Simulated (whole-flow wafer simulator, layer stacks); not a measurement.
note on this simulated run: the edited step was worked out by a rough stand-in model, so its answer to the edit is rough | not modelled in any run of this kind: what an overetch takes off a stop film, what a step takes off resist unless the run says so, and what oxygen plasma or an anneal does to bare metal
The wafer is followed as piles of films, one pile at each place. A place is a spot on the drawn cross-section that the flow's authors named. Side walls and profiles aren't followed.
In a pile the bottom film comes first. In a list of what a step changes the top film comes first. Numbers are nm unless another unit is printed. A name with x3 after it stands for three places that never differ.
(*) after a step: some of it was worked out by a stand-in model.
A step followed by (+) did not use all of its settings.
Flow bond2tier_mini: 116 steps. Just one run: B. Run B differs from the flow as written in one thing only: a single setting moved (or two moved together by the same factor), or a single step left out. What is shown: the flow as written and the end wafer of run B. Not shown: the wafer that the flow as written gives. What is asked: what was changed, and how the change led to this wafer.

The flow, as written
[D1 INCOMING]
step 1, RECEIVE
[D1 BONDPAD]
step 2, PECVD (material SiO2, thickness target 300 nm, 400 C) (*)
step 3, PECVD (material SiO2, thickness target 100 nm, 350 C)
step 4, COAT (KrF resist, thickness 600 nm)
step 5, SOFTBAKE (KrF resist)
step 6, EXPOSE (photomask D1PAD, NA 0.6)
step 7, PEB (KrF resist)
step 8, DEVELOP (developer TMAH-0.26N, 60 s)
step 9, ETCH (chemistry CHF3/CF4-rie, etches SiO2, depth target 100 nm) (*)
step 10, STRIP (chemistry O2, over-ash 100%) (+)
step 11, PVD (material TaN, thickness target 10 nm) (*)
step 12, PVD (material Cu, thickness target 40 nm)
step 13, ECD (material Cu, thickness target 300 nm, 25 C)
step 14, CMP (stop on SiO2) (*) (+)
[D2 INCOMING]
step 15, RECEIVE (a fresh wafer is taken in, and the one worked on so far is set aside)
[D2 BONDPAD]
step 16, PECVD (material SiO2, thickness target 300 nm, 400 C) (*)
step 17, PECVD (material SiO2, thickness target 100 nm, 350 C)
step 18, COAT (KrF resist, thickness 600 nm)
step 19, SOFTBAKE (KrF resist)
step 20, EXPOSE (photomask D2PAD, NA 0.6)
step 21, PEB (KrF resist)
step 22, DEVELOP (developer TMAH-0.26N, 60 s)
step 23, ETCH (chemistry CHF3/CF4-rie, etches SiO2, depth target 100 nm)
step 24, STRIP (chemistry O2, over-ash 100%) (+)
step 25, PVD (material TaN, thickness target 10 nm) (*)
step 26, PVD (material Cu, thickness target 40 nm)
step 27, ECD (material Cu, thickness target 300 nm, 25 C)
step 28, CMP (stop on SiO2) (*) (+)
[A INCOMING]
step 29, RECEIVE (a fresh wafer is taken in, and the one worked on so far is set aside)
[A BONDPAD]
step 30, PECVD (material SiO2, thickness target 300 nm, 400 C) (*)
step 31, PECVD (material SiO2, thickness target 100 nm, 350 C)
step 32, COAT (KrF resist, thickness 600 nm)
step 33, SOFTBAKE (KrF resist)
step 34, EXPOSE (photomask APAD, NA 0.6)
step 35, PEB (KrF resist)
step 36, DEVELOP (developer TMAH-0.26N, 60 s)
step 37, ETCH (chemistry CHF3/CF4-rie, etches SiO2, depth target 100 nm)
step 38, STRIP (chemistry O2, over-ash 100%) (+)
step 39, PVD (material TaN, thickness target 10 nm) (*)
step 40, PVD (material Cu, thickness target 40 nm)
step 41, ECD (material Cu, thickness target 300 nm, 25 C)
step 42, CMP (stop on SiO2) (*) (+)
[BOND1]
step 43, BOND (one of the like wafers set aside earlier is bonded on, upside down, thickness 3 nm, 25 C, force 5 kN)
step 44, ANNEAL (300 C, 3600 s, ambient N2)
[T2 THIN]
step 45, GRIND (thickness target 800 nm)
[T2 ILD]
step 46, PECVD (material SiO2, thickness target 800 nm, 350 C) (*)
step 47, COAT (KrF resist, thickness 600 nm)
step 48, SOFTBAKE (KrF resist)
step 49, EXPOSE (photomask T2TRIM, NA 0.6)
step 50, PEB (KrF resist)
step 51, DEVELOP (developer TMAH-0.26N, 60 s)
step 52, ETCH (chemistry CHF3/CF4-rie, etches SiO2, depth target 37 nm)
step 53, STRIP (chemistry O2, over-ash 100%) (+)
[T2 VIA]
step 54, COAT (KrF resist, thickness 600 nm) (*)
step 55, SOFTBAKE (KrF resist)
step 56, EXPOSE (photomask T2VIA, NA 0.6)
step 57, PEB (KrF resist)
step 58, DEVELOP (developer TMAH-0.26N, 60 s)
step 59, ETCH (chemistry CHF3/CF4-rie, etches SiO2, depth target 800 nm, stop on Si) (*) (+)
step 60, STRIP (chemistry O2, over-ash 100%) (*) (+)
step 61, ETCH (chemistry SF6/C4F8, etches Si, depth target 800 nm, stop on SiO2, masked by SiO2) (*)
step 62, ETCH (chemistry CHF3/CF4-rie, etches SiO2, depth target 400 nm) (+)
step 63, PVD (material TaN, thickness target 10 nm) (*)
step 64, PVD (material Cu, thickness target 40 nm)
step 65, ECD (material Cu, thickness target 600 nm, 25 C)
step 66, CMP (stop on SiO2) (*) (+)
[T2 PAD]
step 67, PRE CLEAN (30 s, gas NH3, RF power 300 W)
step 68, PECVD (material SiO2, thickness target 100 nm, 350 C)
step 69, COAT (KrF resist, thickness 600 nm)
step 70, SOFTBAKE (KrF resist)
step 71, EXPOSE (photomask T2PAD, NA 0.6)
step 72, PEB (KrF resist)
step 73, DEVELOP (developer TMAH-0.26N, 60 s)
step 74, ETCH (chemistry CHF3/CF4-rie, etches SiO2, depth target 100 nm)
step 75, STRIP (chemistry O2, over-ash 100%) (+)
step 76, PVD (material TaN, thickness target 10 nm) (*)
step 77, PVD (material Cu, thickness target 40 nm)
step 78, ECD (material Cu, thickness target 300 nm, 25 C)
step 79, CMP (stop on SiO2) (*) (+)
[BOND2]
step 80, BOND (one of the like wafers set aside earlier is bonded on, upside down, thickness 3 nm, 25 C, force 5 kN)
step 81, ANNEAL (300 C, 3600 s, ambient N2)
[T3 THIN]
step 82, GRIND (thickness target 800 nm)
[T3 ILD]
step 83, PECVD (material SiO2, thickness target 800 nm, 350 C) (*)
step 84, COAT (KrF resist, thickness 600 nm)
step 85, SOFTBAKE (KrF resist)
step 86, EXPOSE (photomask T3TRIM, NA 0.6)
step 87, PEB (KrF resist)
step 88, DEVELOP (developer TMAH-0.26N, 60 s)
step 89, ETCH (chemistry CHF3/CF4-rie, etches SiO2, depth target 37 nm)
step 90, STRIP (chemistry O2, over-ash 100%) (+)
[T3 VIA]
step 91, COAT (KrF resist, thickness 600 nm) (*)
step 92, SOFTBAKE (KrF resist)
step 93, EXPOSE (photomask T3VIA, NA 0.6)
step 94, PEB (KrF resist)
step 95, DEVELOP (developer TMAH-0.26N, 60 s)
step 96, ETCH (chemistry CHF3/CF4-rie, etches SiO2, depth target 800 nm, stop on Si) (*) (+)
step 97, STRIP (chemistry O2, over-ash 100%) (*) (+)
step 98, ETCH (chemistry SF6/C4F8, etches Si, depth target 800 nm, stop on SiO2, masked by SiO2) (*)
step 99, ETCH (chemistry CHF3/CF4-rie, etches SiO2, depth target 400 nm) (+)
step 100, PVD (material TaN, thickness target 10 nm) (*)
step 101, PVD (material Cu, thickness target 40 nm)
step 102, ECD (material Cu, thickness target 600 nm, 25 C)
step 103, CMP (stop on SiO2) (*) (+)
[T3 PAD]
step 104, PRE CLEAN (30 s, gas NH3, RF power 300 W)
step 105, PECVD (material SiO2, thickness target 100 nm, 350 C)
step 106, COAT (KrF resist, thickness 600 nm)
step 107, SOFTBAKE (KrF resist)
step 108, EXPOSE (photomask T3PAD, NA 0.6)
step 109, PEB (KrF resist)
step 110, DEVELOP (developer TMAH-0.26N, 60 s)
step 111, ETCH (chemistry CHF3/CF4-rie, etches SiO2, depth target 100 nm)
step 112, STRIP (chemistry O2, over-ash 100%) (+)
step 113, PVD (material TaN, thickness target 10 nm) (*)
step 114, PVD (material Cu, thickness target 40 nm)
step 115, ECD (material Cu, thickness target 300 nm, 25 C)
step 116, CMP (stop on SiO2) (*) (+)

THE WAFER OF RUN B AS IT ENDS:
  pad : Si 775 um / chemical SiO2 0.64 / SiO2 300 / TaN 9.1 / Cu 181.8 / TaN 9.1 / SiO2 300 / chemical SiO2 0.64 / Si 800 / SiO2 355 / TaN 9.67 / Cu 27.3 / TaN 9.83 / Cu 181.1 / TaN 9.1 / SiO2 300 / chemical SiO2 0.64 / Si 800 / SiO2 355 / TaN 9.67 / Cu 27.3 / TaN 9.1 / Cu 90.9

The reason: step 76, PVD: thickness target 10.8 nm was run, while the flow as written has thickness target 10 nm.

How this came from the change, step by step:
  step 76, PVD (material TaN, thickness target 10 nm) (*)
      field: TaN gains 10.8 (new film) (it would be, as written: TaN gains 10 (new film))
      pad: TaN gains 9.83 (new film) (it would be, as written: TaN gains 9.1 (new film))
  step 79, CMP (stop on SiO2) (*) (+)
      field: Cu loses 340 (all of it), TaN loses 10.8 (all of it) (it would be, as written: Cu loses 340 (all of it), TaN loses 10 (all of it))
